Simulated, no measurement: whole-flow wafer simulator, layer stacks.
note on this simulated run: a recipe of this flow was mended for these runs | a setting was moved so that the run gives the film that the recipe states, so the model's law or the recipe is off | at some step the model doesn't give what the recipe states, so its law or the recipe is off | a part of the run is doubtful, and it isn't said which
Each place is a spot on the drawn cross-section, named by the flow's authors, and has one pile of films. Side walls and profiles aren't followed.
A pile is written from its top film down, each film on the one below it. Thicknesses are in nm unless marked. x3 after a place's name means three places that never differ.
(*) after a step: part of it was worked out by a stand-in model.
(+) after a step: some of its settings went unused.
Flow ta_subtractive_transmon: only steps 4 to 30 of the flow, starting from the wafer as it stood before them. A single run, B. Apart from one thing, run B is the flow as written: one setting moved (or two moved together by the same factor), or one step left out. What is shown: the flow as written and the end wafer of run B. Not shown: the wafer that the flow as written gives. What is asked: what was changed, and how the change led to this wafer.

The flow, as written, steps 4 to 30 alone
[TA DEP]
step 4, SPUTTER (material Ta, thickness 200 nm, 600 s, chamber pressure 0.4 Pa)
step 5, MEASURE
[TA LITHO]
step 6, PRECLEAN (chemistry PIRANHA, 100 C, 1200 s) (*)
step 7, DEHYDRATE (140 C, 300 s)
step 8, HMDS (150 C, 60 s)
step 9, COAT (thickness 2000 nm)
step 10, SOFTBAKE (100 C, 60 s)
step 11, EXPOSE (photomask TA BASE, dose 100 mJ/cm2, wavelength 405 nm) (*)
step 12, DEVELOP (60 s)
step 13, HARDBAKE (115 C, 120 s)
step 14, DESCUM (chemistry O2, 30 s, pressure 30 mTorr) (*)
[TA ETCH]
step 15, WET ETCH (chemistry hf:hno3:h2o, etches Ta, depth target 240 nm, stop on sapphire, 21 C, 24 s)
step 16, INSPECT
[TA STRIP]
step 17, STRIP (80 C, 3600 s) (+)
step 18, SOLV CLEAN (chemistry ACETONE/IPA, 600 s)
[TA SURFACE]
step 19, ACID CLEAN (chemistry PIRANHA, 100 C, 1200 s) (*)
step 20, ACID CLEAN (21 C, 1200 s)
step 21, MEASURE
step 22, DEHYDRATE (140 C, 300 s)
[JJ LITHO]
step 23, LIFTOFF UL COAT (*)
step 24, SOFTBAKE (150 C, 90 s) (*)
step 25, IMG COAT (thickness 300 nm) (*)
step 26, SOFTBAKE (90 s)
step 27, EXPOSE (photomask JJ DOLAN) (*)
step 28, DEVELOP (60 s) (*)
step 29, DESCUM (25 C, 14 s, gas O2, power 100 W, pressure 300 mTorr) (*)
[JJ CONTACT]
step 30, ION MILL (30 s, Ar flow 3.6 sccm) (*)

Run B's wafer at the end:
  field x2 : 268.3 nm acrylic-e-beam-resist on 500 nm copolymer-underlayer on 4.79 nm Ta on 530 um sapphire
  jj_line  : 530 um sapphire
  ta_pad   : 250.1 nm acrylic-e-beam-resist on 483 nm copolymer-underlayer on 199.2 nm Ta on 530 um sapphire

Cause: step 15, WET ETCH: depth target 194.4 nm was run, whereas the flow has depth target 240 nm; step 15, WET ETCH: 19.44 s was run, where the flow has 24 s.

Step by step, how the change led to this:
  step 15, WET ETCH (chemistry hf:hno3:h2o, etches Ta, depth target 240 nm, stop on sapphire, 21 C, 24 s)
      field x2, jj_line, lead: -194.4 Ta (as written it would have been: -199.7 Ta (all of it))
  step 30, ION MILL (30 s, Ar flow 3.6 sccm) (*)
      jj_line, lead: -4.79 Ta (all of it), -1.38 sapphire (as written it would have been: -2.8 sapphire)
With metal films that touch counted as one body, field x2 has 1 body; the flow as written gives 0 bodies.
